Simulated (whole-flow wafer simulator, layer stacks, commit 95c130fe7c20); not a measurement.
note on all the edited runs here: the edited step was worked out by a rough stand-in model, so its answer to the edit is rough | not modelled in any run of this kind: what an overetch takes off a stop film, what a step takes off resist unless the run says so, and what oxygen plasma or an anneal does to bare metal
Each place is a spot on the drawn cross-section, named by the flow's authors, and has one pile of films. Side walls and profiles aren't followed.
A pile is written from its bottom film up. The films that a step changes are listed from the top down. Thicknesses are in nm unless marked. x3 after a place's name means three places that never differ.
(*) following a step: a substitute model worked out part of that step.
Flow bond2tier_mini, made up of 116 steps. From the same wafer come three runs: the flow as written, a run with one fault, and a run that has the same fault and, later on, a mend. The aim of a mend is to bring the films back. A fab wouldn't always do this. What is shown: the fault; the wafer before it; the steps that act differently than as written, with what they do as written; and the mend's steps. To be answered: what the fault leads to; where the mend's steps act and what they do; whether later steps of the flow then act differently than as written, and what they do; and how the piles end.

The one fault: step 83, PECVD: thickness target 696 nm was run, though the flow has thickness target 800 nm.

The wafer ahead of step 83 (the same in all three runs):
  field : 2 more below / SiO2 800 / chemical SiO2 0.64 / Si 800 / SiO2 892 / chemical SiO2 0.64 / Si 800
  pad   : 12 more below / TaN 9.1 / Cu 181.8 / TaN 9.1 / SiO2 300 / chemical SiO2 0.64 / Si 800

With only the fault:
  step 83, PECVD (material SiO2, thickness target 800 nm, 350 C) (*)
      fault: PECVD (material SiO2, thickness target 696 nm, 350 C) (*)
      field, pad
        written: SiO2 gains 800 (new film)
        fault: SiO2 gains 696 (new film)
  Every later step of the flow that is run acts as written at every place that is followed.
  The piles end different from the flow's at field, pad by more than 2% or 0.5 nm, whichever is larger.
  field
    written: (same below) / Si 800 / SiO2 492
    fault: (same below) / Si 800 / SiO2 388
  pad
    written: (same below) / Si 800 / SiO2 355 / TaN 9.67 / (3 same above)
    fault: (same below) / Si 800 / SiO2 251 / TaN 9.67 / (3 same above)

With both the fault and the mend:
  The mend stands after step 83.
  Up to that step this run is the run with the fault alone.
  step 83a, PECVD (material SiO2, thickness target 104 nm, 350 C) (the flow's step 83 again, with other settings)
      field, pad
        SiO2 gains 104
  Every later step of the flow that is run acts as written at every place that is followed.
  At every place that both follow, the piles at the end match the flow's.
